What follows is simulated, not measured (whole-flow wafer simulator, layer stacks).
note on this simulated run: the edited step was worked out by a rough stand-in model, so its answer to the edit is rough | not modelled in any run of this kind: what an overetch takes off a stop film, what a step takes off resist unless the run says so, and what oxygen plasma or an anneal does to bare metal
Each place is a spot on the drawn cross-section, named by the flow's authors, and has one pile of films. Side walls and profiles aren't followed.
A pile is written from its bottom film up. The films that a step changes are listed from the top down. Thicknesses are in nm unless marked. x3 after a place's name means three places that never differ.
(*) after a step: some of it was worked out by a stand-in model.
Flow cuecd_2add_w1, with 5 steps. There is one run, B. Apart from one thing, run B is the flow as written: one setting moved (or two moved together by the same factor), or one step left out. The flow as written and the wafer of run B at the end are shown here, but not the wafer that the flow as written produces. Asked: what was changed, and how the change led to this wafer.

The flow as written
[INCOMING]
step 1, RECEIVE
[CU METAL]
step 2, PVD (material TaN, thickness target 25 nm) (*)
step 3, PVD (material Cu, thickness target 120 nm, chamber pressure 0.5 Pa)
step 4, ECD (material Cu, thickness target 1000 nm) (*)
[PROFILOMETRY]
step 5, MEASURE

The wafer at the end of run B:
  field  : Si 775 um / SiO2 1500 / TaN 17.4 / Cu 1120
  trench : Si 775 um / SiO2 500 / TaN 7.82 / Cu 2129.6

The reason: step 2, PVD: thickness target 17.4 nm was run, whereas the flow has thickness target 25 nm.
The wafer lets one read it off: field has TaN 17.4, and step 2 as written asks for 25 nm.

The path from the change to this, step by step:
  step 2, PVD (material TaN, thickness target 25 nm) (*)
      field: +17.4 TaN (new film) (it would be, as written: +25 TaN (new film))
      trench: +7.82 TaN (new film) (it would be, as written: +11.2 TaN (new film))
